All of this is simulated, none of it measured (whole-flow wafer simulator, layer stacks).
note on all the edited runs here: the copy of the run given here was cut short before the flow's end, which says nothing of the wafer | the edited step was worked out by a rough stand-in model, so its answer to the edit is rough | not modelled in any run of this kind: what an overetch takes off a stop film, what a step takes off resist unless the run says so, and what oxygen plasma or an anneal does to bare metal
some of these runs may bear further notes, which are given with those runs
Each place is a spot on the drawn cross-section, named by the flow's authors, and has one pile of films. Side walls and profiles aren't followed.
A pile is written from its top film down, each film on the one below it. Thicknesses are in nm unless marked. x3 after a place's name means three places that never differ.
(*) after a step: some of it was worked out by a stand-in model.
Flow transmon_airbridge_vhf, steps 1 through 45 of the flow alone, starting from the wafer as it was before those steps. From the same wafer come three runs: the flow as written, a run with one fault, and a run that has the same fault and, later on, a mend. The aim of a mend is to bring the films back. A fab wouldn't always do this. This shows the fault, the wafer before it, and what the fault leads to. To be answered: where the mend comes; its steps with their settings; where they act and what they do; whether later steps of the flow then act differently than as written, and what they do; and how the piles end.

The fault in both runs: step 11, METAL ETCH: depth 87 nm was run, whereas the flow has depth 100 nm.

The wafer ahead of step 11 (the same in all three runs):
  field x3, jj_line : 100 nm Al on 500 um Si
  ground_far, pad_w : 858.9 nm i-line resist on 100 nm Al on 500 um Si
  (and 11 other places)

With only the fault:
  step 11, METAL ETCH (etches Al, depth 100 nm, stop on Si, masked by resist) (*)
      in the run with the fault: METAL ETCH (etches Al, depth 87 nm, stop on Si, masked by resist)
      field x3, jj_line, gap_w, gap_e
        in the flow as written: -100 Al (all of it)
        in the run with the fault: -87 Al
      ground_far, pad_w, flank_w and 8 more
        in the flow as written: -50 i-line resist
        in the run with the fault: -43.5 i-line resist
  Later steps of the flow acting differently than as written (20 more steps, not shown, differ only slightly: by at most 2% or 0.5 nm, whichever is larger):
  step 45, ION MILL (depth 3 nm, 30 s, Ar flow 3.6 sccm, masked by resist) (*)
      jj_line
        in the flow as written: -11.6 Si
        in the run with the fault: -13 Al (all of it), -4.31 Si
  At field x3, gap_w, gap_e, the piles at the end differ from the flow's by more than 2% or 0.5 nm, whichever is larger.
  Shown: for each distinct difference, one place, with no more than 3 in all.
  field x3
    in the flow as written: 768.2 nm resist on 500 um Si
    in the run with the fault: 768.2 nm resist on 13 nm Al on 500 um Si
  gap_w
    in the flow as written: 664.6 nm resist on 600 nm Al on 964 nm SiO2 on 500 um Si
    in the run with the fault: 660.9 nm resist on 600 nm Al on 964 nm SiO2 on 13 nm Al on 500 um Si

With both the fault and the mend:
  After step 11 comes the mend.
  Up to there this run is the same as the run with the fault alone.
  step 11a, METAL ETCH (etches Al, depth 13 nm, stop on Si, masked by resist) (*) (the flow's step 11, run once more with other settings)
      ground_far, pad_w, flank_w and 8 more
        -6.5 i-line resist
      field x3, jj_line, gap_w, gap_e
        -13 Al (all of it)
  None of the later steps of the flow acts differently than as written at any place that is followed.
  At every place that both follow, the piles at the end match the flow's.
